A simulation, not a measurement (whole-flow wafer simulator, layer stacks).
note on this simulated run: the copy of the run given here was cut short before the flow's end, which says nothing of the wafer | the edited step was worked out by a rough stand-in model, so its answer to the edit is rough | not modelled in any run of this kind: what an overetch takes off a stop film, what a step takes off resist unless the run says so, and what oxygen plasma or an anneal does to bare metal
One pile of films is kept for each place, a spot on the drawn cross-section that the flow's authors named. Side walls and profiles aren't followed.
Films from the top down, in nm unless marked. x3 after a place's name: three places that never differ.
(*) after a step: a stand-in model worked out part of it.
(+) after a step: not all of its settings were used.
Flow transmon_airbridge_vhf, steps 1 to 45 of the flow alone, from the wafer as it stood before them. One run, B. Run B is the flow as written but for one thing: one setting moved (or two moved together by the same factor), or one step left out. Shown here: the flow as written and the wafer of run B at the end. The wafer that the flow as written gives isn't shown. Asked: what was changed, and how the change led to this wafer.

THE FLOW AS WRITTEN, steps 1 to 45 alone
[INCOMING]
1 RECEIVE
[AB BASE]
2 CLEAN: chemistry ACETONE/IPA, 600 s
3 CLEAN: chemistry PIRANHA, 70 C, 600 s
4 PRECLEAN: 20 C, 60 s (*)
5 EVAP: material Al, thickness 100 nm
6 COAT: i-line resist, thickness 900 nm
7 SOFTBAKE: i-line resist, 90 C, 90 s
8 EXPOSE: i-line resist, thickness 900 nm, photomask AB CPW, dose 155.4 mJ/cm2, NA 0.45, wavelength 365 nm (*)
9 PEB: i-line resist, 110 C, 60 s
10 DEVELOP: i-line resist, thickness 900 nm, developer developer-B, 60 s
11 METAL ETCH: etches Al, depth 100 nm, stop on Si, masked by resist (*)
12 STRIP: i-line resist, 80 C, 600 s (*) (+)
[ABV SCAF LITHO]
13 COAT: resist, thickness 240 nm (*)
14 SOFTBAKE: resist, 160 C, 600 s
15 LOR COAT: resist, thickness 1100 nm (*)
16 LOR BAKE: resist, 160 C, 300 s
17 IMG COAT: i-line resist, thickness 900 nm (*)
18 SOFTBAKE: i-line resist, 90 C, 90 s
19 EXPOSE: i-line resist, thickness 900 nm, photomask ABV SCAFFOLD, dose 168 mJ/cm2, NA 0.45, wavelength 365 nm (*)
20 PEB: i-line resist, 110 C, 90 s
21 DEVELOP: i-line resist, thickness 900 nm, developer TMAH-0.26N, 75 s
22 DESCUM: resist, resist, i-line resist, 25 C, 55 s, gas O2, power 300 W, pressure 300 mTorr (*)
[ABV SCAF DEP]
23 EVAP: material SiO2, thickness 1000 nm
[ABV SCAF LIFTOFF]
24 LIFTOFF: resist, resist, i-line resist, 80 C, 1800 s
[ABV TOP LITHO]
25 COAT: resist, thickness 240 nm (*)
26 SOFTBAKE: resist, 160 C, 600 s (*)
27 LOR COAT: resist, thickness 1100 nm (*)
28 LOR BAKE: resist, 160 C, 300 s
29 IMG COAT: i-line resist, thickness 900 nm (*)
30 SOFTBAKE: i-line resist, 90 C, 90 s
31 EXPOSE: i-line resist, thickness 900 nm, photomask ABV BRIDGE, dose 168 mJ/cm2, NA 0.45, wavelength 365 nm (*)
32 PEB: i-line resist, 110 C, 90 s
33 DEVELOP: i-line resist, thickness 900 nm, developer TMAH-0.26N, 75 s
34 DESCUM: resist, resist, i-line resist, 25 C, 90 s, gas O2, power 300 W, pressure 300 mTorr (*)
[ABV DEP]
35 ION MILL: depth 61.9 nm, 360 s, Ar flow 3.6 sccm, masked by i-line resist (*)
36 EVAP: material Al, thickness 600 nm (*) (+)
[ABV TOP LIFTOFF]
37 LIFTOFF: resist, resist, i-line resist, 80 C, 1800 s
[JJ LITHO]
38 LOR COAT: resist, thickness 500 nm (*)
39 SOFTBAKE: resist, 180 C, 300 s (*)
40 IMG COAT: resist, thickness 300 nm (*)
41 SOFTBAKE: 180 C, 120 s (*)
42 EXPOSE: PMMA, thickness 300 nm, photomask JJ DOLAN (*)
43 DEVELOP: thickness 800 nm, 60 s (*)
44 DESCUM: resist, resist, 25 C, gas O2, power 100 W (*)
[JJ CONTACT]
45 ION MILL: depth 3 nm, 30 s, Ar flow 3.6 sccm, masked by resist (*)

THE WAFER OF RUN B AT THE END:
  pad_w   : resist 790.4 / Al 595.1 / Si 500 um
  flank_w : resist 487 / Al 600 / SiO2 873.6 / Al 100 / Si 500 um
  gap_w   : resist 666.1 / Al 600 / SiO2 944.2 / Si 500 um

The cause: step 35, ION MILL: 558 s was run, where the flow has 360 s.

How the change led to this, step by step:
  35 ION MILL: depth 61.9 nm, 360 s, Ar flow 3.6 sccm, masked by i-line resist (*)
      field x3, jj_line, ground_far, trace_open_s x2, margin_s, margin_n: i-line resist -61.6 (as written it would be: i-line resist -39.7)
      flank_w, gap_w, cpw_trace, gap_e, flank_e, bridge_strip: SiO2 -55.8 (as written it would be: SiO2 -36)
      (and at 2 more places)
  37 LIFTOFF: resist, resist, i-line resist, 80 C, 1800 s
      field x3, jj_line, trace_open_s x2: Al -600 (all of it), i-line resist -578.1 (all of it), resist -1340 (all of it) (as written it would be: Al -600 (all of it), i-line resist -600 (all of it), resist -1340 (all of it))
      margin_s, margin_n: Al -600 (all of it), i-line resist -296.4 (all of it), resist -992 (all of it) (as written it would be: Al -600 (all of it), i-line resist -318.3 (all of it), resist -992 (all of it))
      (and at 1 more place)
